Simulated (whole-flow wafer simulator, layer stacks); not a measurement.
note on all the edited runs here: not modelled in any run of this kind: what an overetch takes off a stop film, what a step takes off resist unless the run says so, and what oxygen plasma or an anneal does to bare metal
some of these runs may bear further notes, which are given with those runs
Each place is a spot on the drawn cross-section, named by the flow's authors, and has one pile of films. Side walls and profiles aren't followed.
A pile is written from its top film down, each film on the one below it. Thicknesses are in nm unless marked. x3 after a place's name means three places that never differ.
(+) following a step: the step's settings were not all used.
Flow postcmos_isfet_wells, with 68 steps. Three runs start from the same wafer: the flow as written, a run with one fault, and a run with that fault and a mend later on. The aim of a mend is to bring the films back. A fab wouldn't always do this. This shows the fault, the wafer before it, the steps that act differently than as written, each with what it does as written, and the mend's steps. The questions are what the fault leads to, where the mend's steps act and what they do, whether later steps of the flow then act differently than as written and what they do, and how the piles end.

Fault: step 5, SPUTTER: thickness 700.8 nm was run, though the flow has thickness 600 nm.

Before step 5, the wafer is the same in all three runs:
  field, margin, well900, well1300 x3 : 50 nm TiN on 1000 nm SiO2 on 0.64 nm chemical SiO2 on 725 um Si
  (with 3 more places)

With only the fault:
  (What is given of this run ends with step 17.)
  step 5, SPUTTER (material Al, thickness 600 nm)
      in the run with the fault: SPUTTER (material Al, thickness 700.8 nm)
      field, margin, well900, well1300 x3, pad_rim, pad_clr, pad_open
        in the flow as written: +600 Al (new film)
        in the run with the fault: +700.8 Al (new film)
  Later steps of the flow acting differently than as written:
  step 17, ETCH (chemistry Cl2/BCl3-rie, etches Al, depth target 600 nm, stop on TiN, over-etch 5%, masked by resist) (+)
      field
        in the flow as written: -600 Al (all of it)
        in the run with the fault: -600 Al
  After step 17, at field, margin, well900, well1300 x3, pad_rim, pad_clr, pad_open, the piles differ from the flow's by more than 2% or 0.5 nm, whichever is larger.
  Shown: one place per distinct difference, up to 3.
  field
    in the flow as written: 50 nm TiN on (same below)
    in the run with the fault: 100.8 nm Al on 50 nm TiN on (same below)
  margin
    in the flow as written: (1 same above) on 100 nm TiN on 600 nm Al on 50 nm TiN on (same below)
    in the run with the fault: (1 same above) on 100 nm TiN on 700.8 nm Al on 50 nm TiN on (same below)

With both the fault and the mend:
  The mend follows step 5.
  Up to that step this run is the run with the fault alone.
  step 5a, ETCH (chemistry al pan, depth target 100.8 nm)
      field, margin, well900, well1300 x3, pad_rim, pad_clr, pad_open
        -100.8 Al
  Later steps of the flow that are run all act as written at every place that is followed.
  The piles end the same as the flow's at every place that both follow.
